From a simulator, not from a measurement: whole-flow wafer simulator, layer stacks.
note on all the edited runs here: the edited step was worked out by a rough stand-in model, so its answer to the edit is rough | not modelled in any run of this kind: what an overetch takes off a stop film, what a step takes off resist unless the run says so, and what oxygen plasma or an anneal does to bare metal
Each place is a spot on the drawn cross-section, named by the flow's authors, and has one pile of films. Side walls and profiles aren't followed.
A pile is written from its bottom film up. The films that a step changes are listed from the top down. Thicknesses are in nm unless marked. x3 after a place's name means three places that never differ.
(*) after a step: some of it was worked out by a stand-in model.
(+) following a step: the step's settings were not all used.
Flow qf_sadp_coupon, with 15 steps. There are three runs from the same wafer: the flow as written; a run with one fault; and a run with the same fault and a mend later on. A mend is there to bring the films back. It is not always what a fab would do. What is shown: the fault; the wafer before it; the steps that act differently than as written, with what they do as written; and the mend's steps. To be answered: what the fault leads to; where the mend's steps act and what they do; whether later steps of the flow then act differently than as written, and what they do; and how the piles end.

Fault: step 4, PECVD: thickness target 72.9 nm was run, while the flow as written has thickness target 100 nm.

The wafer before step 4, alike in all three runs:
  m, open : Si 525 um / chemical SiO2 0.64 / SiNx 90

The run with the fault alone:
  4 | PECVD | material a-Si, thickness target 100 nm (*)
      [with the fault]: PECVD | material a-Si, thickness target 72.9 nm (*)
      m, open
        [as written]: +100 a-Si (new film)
        [with the fault]: +72.9 a-Si (new film)
  Steps further on in the flow that do not act as written:
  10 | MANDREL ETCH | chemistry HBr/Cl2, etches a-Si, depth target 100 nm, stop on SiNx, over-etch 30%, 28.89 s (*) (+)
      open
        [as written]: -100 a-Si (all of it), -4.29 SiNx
        [with the fault]: -72.9 a-Si (all of it), -8.16 SiNx
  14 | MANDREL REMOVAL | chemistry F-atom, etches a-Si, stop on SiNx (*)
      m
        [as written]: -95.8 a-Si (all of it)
        [with the fault]: -68.7 a-Si (all of it)
  At open, the piles at the end differ from the flow's by more than 2% or 0.5 nm, whichever is larger.
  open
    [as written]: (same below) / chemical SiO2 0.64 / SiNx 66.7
    [with the fault]: (same below) / chemical SiO2 0.64 / SiNx 62.8

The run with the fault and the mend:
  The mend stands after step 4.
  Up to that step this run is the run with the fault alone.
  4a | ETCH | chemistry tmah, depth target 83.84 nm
      m, open
        -72.9 a-Si (all of it)
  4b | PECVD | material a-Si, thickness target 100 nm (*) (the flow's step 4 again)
      m, open
        +100 a-Si (new film)
  None of the later steps of the flow acts differently than as written at any place that is followed.
  At every place that both follow, the piles at the end match the flow's.
